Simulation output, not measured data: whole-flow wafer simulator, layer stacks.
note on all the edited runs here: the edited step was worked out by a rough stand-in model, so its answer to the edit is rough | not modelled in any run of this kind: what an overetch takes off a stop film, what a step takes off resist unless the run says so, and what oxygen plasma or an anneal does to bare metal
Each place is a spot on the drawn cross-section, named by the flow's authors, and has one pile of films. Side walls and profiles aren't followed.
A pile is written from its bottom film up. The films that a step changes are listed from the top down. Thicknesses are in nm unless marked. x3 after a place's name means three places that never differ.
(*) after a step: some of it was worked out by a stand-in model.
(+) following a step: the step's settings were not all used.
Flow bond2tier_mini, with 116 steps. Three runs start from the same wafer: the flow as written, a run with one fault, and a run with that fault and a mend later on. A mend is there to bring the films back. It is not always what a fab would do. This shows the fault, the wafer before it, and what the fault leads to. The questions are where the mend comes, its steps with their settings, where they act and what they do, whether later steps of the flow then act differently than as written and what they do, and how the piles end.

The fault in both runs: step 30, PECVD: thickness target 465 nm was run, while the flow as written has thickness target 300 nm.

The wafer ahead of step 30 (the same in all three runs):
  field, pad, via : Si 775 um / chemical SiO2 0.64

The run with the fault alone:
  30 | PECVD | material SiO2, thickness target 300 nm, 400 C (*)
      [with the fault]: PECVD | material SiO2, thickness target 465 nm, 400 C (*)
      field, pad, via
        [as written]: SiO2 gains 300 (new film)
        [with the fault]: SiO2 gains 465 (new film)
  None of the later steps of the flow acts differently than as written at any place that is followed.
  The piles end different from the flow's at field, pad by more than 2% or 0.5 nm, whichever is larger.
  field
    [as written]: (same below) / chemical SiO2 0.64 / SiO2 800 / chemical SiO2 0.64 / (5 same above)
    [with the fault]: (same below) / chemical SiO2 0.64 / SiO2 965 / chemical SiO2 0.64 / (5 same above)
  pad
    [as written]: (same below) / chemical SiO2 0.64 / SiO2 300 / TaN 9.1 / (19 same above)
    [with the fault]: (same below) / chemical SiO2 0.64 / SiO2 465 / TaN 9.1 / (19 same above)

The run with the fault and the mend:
  The mend stands after step 36.
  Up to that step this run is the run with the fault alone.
  37 | ETCH | chemistry CHF3/CF4-rie, etches SiO2, depth target 265 nm (the flow's step 37; as written it has depth target 100 nm)
      pad, via
        SiO2 loses 265
      field
        KrF resist loses 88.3
  Steps later in the flow that act otherwise than as written:
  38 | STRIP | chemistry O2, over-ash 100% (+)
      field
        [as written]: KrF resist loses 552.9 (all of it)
        [with the mend]: KrF resist loses 497.9 (all of it)
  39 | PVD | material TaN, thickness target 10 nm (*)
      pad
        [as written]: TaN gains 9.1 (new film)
        [with the mend]: TaN gains 7.85 (new film)
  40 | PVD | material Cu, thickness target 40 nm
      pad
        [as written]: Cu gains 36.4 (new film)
        [with the mend]: Cu gains 31.5 (new film)
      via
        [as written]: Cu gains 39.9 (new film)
        [with the mend]: Cu gains 38.1 (new film)
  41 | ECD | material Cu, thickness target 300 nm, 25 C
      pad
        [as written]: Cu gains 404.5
        [with the mend]: Cu gains 575.7
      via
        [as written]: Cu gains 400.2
        [with the mend]: Cu gains 567.4
  The piles end different from the flow's at field, pad by more than 2% or 0.5 nm, whichever is larger.
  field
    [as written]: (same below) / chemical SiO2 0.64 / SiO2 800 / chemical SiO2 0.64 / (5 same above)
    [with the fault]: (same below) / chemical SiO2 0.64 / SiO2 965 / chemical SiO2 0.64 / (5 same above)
    [with the mend]: (same below) / chemical SiO2 0.64 / SiO2 965 / chemical SiO2 0.64 / (5 same above)
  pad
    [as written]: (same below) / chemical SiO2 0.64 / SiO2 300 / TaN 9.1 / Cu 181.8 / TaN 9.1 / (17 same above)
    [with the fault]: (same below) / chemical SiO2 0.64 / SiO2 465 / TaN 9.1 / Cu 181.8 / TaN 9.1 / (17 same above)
    [with the mend]: (same below) / chemical SiO2 0.64 / SiO2 300 / TaN 7.85 / Cu 348 / TaN 9.1 / (17 same above)
